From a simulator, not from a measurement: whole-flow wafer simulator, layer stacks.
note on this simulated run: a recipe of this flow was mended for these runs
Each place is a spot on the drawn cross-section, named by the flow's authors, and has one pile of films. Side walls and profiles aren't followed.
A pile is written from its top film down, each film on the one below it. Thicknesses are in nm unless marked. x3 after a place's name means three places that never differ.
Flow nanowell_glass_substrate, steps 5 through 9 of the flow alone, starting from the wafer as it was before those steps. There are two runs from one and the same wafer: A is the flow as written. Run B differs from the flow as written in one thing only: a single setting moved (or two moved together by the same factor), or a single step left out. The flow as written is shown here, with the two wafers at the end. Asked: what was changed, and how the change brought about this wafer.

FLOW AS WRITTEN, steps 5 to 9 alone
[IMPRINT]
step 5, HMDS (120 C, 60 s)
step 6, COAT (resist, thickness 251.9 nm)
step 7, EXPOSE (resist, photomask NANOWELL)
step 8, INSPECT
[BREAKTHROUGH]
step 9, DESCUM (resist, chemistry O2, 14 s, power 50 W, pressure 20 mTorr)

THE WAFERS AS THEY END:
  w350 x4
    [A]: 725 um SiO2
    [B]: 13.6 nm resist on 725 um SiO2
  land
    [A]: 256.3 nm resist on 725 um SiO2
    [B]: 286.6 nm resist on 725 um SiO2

The reason: step 6, COAT: thickness 285.2 nm was run, whereas the flow has thickness 251.9 nm.

The path from the change to this, step by step:
  step 6, COAT (resist, thickness 251.9 nm)
      land, w350 x4: A resist gains 251.9 (new film) | B resist gains 285.2 (new film)
  step 7, EXPOSE (resist, photomask NANOWELL)
      land: A resist gains 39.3 | B resist gains 36.3
  step 9, DESCUM (resist, chemistry O2, 14 s, power 50 W, pressure 20 mTorr)
      w350 x4: A resist loses 18.2 (all of it) | B resist loses 34.9
